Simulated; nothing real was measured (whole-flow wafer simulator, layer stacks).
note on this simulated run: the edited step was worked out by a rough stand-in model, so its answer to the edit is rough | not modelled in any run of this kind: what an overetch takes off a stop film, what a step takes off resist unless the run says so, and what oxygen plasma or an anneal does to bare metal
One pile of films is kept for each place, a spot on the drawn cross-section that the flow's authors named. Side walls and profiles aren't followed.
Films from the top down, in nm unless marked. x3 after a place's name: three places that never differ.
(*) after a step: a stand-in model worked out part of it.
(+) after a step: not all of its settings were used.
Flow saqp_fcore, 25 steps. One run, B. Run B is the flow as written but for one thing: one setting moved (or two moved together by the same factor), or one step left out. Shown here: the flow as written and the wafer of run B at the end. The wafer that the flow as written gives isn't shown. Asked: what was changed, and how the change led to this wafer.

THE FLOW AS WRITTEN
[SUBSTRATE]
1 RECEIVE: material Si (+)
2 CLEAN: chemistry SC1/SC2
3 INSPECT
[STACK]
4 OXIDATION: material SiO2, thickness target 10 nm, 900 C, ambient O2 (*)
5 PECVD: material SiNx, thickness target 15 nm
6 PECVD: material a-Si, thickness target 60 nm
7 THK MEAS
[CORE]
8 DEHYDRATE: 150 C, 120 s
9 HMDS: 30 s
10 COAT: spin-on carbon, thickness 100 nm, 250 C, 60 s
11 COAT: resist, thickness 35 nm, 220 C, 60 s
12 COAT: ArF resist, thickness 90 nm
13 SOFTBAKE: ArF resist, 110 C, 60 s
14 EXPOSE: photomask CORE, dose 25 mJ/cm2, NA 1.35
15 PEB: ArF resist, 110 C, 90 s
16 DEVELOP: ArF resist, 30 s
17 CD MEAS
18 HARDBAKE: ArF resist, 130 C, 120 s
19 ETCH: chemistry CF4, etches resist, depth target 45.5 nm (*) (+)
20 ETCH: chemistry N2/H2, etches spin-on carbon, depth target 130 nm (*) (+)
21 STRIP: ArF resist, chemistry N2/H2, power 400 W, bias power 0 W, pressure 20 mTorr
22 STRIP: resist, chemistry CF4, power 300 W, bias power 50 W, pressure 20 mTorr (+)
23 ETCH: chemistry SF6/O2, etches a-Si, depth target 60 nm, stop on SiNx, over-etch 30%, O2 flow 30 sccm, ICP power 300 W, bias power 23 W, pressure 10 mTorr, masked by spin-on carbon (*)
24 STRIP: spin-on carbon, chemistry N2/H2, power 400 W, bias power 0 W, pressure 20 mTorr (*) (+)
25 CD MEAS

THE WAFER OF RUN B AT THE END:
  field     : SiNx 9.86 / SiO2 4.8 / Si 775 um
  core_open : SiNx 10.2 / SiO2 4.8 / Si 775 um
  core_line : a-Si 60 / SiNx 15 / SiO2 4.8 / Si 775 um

The cause: step 4, OXIDATION: thickness target 4.8 nm was run, where the flow has thickness target 10 nm.
It can be read off the wafer: field has SiO2 4.8, and step 4 as written asks for 10 nm.

How the change led to this, step by step:
  4 OXIDATION: material SiO2, thickness target 10 nm, 900 C, ambient O2 (*)
      field, core_open, core_line: SiO2 +4.8 (new film), chemical SiO2 -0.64 (all of it), Si -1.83 (as written it would be: SiO2 +10 (new film), chemical SiO2 -0.64 (all of it), Si -4.12)
